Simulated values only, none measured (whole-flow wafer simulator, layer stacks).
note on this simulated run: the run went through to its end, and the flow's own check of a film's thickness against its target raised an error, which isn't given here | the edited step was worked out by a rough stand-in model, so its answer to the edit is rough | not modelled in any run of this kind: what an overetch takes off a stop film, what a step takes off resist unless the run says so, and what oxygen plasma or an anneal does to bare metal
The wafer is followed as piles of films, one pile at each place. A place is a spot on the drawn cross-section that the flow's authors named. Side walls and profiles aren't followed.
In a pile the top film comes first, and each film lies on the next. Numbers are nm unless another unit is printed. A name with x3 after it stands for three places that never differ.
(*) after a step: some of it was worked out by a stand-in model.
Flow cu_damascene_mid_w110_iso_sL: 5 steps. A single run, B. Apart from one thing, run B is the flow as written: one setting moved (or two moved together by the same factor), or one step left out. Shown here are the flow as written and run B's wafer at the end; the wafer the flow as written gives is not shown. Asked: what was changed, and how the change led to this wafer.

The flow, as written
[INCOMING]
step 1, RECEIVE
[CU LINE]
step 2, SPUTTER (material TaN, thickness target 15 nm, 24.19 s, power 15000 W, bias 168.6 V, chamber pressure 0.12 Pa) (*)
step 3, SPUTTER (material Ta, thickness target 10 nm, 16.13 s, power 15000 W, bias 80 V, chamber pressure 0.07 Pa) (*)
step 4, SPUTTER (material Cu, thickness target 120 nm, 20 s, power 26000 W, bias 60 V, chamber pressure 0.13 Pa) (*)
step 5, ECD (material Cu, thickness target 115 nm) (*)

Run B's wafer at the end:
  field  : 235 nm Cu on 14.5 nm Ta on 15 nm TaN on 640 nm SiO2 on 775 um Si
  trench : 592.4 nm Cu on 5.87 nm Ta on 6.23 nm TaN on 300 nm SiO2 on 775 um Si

What caused this: step 3, SPUTTER: thickness target 14.5 nm was run, whereas the flow has thickness target 10 nm; step 3, SPUTTER: 23.39 s was run, where the flow has 16.13 s.
The wafer lets one read it off: field has Ta 14.5, and step 3 as written asks for 10 nm.

The path from the change to this, step by step:
  step 3, SPUTTER (material Ta, thickness target 10 nm, 16.13 s, power 15000 W, bias 80 V, chamber pressure 0.07 Pa) (*)
      field: +14.5 Ta (new film) (it would be, as written: +10 Ta (new film))
      trench: +5.87 Ta (new film) (it would be, as written: +4.05 Ta (new film))
